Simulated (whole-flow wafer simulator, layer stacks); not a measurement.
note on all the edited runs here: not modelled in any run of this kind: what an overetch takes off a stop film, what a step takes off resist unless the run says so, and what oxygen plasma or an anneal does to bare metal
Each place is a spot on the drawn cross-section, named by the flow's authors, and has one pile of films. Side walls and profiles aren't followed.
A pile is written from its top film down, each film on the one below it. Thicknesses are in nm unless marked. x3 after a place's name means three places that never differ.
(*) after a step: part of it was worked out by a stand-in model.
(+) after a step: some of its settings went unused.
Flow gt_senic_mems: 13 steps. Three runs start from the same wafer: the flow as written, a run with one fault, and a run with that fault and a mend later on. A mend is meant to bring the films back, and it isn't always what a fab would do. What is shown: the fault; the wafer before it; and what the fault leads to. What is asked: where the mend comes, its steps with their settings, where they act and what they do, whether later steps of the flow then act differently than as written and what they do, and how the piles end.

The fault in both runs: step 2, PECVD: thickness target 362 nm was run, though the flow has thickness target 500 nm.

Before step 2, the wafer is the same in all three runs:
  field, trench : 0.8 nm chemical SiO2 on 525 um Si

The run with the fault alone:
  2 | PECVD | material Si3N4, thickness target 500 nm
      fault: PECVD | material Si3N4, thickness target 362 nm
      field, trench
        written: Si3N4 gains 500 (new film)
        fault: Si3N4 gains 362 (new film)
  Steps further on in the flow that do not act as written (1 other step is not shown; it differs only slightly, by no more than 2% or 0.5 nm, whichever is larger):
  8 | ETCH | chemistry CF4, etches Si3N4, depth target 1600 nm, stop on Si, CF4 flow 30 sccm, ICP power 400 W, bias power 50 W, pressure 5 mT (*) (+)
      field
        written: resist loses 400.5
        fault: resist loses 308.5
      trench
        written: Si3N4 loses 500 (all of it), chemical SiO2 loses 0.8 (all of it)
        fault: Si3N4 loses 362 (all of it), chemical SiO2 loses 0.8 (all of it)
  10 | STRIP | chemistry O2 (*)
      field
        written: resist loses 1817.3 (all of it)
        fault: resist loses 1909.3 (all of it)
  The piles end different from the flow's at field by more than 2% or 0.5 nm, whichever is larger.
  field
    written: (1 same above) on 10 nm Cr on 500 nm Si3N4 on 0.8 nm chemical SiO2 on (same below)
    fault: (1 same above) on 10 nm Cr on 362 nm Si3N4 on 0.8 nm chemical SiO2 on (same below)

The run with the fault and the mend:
  After step 2 comes the mend.
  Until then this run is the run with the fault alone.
  2a | PECVD | material Si3N4, thickness target 138 nm (a further turn of the flow's step 2, with different settings)
      field, trench
        Si3N4 gains 138
  Every later step of the flow that is run acts as written at every place that is followed.
  The piles end the same as the flow's at every place that both follow.
